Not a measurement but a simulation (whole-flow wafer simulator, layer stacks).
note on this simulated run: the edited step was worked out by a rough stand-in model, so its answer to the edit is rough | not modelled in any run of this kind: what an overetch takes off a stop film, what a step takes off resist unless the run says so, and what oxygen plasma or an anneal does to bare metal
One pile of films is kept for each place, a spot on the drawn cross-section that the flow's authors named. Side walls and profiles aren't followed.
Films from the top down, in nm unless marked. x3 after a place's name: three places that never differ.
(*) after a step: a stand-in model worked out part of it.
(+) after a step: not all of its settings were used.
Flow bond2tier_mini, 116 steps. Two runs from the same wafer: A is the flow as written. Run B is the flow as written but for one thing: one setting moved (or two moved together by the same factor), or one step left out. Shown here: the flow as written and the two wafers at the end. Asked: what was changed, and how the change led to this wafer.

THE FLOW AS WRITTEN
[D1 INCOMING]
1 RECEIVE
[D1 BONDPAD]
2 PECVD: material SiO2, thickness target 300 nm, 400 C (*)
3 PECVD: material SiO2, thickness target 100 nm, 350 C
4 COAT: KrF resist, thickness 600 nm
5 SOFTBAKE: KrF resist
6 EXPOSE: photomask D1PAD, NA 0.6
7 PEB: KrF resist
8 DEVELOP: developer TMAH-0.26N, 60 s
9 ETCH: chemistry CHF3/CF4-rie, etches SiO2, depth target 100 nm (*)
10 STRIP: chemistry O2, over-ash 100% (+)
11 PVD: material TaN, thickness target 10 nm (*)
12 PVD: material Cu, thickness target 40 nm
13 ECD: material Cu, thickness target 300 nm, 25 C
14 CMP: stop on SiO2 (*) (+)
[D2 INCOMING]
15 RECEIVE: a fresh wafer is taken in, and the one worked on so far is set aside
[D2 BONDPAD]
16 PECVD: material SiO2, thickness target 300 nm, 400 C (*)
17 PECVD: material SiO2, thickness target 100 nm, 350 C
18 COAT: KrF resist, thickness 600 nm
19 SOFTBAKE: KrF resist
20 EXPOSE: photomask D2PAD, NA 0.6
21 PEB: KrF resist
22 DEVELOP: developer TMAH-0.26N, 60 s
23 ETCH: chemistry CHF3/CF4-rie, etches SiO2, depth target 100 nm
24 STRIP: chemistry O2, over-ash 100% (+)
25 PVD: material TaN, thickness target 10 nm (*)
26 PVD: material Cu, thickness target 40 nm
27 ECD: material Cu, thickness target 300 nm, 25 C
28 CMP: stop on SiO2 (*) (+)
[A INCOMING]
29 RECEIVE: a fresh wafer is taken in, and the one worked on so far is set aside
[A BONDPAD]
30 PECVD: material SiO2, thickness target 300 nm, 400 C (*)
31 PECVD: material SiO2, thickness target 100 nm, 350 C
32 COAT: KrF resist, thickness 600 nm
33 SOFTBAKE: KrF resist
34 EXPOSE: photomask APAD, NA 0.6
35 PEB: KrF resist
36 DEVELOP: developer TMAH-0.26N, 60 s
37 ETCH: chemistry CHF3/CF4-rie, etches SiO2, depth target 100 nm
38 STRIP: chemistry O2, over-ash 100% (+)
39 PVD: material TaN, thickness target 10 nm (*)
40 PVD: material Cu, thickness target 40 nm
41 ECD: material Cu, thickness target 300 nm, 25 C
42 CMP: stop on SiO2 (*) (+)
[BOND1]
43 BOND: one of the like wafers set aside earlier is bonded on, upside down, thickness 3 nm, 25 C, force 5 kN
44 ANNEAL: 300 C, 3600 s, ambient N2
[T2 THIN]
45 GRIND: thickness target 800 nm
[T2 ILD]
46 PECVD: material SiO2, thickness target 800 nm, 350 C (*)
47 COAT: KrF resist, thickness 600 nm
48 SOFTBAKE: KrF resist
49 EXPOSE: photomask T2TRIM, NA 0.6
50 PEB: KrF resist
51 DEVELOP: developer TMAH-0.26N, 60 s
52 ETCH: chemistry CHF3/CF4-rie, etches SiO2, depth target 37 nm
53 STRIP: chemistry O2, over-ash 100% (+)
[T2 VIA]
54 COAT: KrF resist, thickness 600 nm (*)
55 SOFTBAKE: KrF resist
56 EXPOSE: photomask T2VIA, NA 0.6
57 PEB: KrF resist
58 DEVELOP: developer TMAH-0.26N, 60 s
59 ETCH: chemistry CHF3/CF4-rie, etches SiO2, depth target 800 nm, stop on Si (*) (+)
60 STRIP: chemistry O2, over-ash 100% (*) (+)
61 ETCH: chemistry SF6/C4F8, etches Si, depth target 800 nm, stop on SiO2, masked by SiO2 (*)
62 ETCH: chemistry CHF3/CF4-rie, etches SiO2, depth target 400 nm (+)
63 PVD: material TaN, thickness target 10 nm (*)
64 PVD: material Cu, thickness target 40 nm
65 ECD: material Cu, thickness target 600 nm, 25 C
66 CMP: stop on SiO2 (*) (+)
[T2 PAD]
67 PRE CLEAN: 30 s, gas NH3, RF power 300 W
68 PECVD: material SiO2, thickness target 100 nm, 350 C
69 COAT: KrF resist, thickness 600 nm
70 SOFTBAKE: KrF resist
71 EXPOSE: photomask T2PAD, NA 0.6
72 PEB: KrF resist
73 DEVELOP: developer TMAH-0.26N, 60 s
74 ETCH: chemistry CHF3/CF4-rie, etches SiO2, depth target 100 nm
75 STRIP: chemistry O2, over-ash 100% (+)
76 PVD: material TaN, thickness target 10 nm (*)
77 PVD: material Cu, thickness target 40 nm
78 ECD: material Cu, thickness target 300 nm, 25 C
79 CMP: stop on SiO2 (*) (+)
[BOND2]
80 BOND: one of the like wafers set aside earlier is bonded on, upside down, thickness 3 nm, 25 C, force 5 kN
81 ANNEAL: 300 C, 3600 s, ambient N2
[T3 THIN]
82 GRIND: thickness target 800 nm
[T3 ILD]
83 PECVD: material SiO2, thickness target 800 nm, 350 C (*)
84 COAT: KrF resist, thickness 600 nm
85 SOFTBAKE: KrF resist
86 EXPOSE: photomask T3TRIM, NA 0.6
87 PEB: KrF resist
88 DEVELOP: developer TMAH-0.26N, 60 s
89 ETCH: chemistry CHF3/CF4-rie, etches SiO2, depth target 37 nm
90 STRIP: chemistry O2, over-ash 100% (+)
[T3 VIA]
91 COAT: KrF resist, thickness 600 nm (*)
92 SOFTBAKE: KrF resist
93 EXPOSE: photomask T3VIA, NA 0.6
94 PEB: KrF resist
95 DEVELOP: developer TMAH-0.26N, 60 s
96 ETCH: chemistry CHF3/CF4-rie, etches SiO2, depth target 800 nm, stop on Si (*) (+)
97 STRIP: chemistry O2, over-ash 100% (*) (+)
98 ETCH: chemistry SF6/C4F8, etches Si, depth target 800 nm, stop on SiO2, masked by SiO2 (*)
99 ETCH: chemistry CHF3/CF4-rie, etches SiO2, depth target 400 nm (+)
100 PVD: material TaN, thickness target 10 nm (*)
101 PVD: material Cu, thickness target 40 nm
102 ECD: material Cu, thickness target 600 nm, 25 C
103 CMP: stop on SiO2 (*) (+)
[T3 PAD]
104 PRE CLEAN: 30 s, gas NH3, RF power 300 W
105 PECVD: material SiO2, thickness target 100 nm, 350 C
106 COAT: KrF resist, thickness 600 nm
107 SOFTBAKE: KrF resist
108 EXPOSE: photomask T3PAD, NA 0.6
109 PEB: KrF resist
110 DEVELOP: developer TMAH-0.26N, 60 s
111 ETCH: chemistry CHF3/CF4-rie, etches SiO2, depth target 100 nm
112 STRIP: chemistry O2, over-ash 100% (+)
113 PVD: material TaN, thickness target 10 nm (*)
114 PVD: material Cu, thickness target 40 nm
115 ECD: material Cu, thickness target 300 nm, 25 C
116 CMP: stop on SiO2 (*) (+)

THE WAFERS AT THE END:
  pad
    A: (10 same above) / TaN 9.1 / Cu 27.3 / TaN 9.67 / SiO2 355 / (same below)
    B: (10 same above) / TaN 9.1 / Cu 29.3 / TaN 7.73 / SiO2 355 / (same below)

The cause: step 63, PVD: thickness target 8 nm was run, where the flow has thickness target 10 nm.

How the change led to this, step by step:
  63 PVD: material TaN, thickness target 10 nm (*)
      field: A TaN +10 (new film) | B TaN +8 (new film)
      pad: A TaN +9.67 (new film) | B TaN +7.73 (new film)
  66 CMP: stop on SiO2 (*) (+)
      field: A Cu -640 (all of it), TaN -10 (all of it) | B Cu -640 (all of it), TaN -8 (all of it)
